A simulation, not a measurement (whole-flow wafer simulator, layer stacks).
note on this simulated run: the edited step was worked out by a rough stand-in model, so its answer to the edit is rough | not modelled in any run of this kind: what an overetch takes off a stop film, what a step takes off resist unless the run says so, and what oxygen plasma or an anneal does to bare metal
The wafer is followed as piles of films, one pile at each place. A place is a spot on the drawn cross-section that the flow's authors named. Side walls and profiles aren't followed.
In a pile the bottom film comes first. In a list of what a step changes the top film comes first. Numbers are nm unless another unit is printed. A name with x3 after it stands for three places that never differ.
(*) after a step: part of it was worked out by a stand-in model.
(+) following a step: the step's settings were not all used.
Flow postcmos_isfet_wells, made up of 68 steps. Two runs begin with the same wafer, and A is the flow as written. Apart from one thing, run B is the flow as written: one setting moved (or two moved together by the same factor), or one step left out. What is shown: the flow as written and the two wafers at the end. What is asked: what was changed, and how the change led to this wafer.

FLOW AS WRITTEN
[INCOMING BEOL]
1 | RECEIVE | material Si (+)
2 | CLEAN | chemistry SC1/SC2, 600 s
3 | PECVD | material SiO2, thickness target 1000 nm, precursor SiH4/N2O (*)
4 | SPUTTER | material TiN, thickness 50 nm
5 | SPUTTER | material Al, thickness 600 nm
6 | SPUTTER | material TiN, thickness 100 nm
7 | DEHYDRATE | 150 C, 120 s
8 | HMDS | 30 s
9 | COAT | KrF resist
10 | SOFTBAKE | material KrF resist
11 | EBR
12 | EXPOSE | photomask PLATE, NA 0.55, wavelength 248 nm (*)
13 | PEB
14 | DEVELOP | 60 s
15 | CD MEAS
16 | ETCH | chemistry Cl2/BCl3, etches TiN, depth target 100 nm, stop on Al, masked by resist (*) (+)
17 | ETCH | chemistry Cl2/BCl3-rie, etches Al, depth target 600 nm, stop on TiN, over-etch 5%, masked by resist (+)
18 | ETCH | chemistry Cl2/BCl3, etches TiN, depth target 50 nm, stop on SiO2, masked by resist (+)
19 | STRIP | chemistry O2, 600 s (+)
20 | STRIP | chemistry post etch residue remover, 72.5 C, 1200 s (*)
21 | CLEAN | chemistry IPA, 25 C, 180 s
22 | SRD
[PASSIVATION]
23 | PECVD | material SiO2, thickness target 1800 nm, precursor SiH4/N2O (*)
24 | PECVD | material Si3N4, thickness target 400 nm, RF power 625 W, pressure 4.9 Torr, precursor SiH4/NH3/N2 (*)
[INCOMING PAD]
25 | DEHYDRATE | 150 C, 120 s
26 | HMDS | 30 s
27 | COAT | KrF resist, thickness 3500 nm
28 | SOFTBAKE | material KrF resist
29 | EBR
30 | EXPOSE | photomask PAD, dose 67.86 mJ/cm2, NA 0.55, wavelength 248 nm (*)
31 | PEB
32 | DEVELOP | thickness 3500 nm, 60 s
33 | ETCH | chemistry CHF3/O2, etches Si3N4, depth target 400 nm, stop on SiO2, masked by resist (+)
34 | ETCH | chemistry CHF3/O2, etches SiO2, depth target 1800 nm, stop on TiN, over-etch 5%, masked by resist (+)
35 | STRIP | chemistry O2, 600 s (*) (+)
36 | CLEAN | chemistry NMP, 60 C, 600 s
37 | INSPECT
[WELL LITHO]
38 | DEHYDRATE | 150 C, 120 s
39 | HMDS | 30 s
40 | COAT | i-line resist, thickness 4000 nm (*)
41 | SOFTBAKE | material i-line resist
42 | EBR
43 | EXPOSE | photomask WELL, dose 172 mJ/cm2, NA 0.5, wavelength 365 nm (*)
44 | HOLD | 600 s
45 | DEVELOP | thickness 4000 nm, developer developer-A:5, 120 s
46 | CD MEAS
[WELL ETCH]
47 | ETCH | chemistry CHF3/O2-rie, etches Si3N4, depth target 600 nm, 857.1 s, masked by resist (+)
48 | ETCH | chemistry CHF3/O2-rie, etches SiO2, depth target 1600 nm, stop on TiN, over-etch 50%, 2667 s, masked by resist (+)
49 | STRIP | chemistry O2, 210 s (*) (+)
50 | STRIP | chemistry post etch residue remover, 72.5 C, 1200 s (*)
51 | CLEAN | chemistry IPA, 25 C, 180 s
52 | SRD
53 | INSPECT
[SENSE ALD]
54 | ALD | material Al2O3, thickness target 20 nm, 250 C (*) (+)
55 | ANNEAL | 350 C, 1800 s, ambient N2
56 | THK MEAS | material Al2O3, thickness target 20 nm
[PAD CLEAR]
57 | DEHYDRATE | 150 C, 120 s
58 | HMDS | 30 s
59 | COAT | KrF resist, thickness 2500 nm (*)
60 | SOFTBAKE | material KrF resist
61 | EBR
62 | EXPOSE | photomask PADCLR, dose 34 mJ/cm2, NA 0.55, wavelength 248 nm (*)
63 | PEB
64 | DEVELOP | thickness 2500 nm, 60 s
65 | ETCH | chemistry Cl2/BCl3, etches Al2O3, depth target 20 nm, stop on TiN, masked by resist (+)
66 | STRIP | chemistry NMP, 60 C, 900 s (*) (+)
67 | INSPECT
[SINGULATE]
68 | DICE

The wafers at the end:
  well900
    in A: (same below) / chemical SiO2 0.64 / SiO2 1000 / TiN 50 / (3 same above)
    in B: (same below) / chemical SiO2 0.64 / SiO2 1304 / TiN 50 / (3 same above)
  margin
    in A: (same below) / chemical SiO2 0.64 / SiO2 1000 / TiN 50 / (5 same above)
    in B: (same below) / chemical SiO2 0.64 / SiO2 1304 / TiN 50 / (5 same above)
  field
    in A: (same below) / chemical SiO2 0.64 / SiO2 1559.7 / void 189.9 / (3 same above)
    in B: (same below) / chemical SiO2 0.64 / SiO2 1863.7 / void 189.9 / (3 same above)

Cause: step 3, PECVD: thickness target 1304 nm was run, whereas the flow has thickness target 1000 nm.
One can read it off the wafer: well900 has SiO2 1304, and step 3 as written asks for 1000 nm.

Step by step, how the change led to this:
  3 | PECVD | material SiO2, thickness target 1000 nm, precursor SiH4/N2O (*)
      field, margin, well900, well1300 x3, pad_rim, pad_clr, pad_open: A SiO2 gains 1000 (new film) | B SiO2 gains 1304 (new film)
